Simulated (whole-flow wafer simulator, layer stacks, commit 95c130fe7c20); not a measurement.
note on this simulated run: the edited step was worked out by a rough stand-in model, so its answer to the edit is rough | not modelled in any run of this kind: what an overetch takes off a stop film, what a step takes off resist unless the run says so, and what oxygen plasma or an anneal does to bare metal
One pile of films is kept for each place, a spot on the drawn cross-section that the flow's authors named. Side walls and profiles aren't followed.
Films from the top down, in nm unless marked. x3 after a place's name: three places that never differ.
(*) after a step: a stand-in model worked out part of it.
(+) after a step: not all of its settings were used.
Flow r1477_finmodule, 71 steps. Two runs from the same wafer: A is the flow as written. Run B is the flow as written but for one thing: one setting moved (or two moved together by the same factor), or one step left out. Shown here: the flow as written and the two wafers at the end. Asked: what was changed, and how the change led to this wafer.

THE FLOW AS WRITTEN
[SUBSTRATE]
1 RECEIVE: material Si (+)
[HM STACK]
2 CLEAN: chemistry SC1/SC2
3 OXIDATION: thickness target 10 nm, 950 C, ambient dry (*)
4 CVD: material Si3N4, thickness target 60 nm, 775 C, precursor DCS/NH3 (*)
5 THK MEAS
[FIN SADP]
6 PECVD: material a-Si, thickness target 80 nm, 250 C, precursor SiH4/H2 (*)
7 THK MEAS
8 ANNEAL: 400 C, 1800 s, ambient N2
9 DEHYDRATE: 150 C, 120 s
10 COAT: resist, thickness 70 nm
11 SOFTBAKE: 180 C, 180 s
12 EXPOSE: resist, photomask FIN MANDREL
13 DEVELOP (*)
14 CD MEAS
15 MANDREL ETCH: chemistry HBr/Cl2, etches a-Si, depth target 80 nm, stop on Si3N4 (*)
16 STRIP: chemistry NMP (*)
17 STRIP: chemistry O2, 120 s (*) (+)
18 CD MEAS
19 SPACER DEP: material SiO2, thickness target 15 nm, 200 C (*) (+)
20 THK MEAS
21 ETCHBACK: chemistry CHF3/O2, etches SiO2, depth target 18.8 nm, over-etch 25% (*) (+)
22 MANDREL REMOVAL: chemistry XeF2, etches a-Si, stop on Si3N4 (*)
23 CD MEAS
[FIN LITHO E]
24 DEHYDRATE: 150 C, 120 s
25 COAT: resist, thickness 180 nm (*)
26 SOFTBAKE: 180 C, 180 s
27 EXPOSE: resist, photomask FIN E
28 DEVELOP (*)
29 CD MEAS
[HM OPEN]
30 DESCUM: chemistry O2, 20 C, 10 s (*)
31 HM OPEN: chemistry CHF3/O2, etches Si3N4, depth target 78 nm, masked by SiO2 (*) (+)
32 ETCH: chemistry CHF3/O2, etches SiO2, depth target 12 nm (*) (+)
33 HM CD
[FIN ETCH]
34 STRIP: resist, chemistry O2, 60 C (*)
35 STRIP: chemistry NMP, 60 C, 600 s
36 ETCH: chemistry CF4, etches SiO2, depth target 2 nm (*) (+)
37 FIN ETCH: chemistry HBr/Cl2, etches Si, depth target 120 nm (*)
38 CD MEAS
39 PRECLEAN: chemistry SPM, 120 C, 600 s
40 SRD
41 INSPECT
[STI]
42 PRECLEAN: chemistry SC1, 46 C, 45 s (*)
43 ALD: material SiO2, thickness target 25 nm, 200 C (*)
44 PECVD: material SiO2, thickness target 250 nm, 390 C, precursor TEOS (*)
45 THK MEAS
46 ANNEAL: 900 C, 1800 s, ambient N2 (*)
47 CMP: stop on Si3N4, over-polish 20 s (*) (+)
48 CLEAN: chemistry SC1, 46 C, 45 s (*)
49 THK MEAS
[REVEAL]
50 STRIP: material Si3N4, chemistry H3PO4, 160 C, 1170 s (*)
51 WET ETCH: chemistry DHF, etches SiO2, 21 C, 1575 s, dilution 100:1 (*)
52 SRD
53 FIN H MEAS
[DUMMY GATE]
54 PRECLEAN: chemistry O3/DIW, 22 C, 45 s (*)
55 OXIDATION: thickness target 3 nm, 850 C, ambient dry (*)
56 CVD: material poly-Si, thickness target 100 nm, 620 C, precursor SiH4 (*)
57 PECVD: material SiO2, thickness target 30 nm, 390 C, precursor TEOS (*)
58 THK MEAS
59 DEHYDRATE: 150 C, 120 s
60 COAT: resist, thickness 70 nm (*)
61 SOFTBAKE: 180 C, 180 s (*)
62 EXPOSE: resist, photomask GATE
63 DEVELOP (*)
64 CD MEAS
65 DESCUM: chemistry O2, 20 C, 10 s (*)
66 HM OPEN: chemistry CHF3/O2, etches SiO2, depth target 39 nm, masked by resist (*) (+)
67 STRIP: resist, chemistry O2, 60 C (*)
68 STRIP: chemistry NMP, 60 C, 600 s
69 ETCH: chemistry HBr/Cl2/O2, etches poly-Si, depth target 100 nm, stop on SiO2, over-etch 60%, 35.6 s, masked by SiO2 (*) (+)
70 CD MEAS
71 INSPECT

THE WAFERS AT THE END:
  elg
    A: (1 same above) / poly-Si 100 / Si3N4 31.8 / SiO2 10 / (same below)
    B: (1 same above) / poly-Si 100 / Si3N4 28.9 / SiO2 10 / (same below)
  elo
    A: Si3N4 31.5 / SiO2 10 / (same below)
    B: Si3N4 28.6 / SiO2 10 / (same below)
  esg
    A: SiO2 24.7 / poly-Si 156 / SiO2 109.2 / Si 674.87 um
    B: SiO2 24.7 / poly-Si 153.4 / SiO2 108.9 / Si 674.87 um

The cause: step 21, ETCHBACK: depth target 22.1 nm was run, where the flow has depth target 18.8 nm.

How the change led to this, step by step:
  21 ETCHBACK: chemistry CHF3/O2, etches SiO2, depth target 18.8 nm, over-etch 25% (*) (+)
      pad, padg, elg and 21 more: A SiO2 -15 (all of it), Si3N4 -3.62 | B SiO2 -15 (all of it), Si3N4 -6.76
      s40cg, s45cg, s50cg, s40co, s45co, s50co: A SiO2 -15.4 (all of it), a-Si -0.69 | B SiO2 -15.4 (all of it), a-Si -1.35
      (and at 6 more places)
  31 HM OPEN: chemistry CHF3/O2, etches Si3N4, depth target 78 nm, masked by SiO2 (*) (+)
      pad, padg, esg and 13 more: A Si3N4 -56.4 (all of it), SiO2 -10 (all of it) | B Si3N4 -53.2 (all of it), SiO2 -10 (all of it)
  51 WET ETCH: chemistry DHF, etches SiO2, 21 C, 1575 s, dilution 100:1 (*)
      elg, e40lg, e100lg, e200lg, elo, e40lo, e100lo, e200lo: A SiO2 -17.8 (all of it), Si3N4 -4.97 | B SiO2 -20.7 (all of it), Si3N4 -4.74
  60 COAT: resist, thickness 70 nm (*)
      e40sg, eso, e40so: A resist +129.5 (new film) | B resist +126.7 (new film)
      e100sg, e100so: A resist +129.4 (new film) | B resist +126.7 (new film)
      (and at 2 more places)
  63 DEVELOP (*)
      eso, e40so: A resist -129.5 (all of it) | B resist -126.7 (all of it)
      e100so: A resist -129.4 (all of it) | B resist -126.7 (all of it)
      (and at 1 more place)
  67 STRIP: resist, chemistry O2, 60 C (*)
      e40sg: A resist -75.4 (all of it) | B resist -72.6 (all of it)
      e100sg: A resist -75.3 (all of it) | B resist -72.6 (all of it)
      (and at 1 more place)
